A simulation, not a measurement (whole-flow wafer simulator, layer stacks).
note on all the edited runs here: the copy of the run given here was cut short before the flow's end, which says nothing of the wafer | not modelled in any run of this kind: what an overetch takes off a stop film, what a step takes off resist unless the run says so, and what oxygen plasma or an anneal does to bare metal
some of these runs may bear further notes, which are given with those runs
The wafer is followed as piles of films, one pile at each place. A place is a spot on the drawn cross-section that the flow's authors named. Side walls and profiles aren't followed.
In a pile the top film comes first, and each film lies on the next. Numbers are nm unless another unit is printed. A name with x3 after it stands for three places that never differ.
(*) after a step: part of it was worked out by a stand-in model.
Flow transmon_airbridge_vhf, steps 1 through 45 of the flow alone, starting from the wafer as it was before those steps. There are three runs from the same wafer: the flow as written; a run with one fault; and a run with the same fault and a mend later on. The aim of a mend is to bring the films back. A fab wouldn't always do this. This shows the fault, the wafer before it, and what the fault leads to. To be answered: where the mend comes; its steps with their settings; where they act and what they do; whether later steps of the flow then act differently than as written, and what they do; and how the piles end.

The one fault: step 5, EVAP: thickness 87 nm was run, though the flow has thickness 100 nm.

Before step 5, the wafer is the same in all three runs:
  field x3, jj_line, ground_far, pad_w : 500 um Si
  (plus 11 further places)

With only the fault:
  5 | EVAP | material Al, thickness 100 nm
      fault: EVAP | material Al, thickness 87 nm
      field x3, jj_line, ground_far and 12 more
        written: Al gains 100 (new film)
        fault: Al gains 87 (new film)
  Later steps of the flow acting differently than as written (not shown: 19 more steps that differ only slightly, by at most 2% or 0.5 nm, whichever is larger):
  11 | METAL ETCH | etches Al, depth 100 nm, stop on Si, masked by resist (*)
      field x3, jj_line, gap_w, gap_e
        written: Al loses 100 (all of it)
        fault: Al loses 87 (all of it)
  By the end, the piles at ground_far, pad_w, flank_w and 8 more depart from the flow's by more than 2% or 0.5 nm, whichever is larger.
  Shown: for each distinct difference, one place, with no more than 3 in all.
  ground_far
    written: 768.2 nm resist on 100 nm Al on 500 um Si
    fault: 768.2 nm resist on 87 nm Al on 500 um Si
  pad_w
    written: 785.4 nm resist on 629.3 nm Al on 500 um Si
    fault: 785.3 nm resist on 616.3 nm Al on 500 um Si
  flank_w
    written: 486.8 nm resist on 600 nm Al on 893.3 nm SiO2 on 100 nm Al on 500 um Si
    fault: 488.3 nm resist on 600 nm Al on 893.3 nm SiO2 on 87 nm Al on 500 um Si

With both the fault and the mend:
  After step 5 comes the mend.
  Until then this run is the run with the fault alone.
  5a | EVAP | material Al, thickness 13 nm (the flow's step 5, run once more with other settings)
      field x3, jj_line, ground_far and 12 more
        Al gains 13
  None of the later steps of the flow acts differently than as written at any place that is followed.
  The piles end the same as the flow's at every place that both follow.
